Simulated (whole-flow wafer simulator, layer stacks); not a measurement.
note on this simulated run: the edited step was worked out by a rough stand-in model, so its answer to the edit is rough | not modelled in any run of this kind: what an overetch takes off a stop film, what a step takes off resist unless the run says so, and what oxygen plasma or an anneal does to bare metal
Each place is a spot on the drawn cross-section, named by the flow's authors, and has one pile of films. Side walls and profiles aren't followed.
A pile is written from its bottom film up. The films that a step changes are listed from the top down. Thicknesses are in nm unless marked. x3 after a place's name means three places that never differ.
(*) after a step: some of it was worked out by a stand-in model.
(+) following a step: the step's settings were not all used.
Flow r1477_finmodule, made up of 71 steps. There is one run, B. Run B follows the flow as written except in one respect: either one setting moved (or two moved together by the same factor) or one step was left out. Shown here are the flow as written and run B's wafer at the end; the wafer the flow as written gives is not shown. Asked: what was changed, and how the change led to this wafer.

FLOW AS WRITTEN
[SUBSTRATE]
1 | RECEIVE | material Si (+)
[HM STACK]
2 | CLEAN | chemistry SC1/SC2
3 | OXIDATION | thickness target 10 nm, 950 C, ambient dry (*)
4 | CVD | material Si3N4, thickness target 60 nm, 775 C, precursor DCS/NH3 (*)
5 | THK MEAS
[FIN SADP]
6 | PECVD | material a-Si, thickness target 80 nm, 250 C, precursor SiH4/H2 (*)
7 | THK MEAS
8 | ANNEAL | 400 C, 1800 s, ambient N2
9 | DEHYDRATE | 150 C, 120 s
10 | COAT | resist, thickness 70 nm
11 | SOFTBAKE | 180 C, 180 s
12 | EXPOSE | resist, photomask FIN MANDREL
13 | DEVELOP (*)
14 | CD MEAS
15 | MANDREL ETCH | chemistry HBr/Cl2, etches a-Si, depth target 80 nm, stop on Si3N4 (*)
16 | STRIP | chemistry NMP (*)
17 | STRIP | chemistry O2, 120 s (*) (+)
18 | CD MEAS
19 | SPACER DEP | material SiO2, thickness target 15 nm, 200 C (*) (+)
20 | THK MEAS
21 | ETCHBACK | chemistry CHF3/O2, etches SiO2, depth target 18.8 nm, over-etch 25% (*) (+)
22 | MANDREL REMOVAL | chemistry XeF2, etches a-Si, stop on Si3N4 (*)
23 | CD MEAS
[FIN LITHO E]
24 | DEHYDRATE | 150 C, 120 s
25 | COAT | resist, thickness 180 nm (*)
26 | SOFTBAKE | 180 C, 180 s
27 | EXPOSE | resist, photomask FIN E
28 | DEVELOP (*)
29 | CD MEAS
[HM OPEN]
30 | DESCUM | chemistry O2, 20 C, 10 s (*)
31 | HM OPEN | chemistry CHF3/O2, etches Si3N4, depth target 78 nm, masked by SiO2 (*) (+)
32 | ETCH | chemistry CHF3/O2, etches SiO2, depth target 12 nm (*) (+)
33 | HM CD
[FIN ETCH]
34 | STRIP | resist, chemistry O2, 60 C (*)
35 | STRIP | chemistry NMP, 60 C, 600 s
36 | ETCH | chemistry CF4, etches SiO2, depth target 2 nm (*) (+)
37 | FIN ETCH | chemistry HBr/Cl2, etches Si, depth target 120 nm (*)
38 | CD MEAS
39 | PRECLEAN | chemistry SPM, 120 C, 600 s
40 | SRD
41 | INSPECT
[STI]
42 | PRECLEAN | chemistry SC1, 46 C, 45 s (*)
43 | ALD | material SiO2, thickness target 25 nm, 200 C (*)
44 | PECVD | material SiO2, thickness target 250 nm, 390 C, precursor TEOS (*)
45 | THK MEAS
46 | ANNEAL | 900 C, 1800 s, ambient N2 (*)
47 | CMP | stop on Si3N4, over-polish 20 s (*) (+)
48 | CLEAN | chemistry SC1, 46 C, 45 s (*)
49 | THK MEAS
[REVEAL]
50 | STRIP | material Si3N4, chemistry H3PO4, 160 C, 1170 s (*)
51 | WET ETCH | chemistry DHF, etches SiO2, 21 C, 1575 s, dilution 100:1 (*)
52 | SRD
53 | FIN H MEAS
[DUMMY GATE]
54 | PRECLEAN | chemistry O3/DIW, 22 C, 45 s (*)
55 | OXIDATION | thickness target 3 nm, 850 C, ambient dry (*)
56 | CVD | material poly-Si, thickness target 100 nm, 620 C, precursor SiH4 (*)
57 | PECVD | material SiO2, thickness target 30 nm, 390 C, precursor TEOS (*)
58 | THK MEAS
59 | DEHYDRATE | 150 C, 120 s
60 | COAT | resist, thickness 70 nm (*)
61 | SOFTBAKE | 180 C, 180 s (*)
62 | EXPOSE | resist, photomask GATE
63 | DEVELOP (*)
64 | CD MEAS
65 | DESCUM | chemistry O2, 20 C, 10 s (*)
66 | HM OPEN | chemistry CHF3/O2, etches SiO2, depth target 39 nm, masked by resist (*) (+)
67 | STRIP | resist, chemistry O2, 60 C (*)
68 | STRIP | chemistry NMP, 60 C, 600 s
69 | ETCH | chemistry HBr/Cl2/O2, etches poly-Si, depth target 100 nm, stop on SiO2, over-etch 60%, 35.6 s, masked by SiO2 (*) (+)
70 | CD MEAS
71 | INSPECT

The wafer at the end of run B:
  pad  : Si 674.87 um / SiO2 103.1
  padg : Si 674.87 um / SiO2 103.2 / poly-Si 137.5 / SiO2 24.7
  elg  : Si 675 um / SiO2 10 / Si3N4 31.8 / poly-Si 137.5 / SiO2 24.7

The reason: step 56, CVD: thickness target 137.5 nm was run, though the flow has thickness target 100 nm.
The wafer itself shows it: padg has poly-Si 137.5, and step 56 as written asks for 100 nm.

How this came from the change, step by step:
  56 | CVD | material poly-Si, thickness target 100 nm, 620 C, precursor SiH4 (*)
      pad, padg, elg and 26 more: poly-Si gains 137.5 (new film) (as written it would have been: poly-Si gains 100 (new film))
      s40cg, s40co: poly-Si gains 152 (new film) (as written it would have been: poly-Si gains 113.9 (new film))
      (also at 5 further places)
  67 | STRIP | resist, chemistry O2, 60 C (*)
      s45cg: resist loses 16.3 (all of it) (as written it would have been: resist loses 16.9 (all of it))
      s50cg: resist loses 16.7 (all of it) (as written it would have been: resist loses 17.4 (all of it))
  69 | ETCH | chemistry HBr/Cl2/O2, etches poly-Si, depth target 100 nm, stop on SiO2, over-etch 60%, 35.6 s, masked by SiO2 (*) (+)
      elo, e40lo, e100lo, e200lo: chemical SiO2 loses 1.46 (all of it), poly-Si loses 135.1 (all of it) (as written it would have been: chemical SiO2 loses 1.46 (all of it), poly-Si loses 97.6 (all of it), Si3N4 loses 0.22)
      s40co: chemical SiO2 loses 1.46 (all of it), poly-Si loses 149.5 (all of it) (as written it would have been: chemical SiO2 loses 1.46 (all of it), poly-Si loses 111.5 (all of it), SiO2 loses 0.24)
      (also at 13 further places)
